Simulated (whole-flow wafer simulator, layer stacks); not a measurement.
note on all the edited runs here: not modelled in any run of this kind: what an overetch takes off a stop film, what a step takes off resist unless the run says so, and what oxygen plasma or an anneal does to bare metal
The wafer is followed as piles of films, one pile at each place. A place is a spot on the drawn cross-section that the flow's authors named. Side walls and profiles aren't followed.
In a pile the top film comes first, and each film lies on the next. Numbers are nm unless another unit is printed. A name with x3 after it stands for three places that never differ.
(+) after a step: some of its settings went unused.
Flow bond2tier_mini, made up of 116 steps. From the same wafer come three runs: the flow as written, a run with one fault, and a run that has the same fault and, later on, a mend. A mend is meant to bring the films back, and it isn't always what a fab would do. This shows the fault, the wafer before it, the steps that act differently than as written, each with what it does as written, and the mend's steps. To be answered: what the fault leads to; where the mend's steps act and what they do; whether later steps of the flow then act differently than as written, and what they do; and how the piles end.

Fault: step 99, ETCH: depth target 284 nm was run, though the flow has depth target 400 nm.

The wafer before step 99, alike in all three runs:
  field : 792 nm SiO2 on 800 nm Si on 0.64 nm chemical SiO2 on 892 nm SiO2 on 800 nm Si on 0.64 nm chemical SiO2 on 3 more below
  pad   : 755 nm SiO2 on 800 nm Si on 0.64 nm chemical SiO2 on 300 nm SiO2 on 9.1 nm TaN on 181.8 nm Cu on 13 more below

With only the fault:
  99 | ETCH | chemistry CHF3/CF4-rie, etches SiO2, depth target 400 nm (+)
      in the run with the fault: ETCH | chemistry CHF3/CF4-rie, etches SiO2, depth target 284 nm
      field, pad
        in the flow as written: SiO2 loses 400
        in the run with the fault: SiO2 loses 284
  Every later step of the flow that is run acts as written at every place that is followed.
  The piles end different from the flow's at field, pad by more than 2% or 0.5 nm, whichever is larger.
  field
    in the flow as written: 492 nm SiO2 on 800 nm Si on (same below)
    in the run with the fault: 608 nm SiO2 on 800 nm Si on (same below)
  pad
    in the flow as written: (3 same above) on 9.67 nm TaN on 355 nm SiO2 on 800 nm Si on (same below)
    in the run with the fault: (3 same above) on 9.67 nm TaN on 471 nm SiO2 on 800 nm Si on (same below)

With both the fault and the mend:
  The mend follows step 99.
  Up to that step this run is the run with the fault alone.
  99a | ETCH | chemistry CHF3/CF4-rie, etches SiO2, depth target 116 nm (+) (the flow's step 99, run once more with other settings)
      field, pad
        SiO2 loses 116
  Every later step of the flow that is run acts as written at every place that is followed.
  The piles end the same as the flow's at every place that both follow.
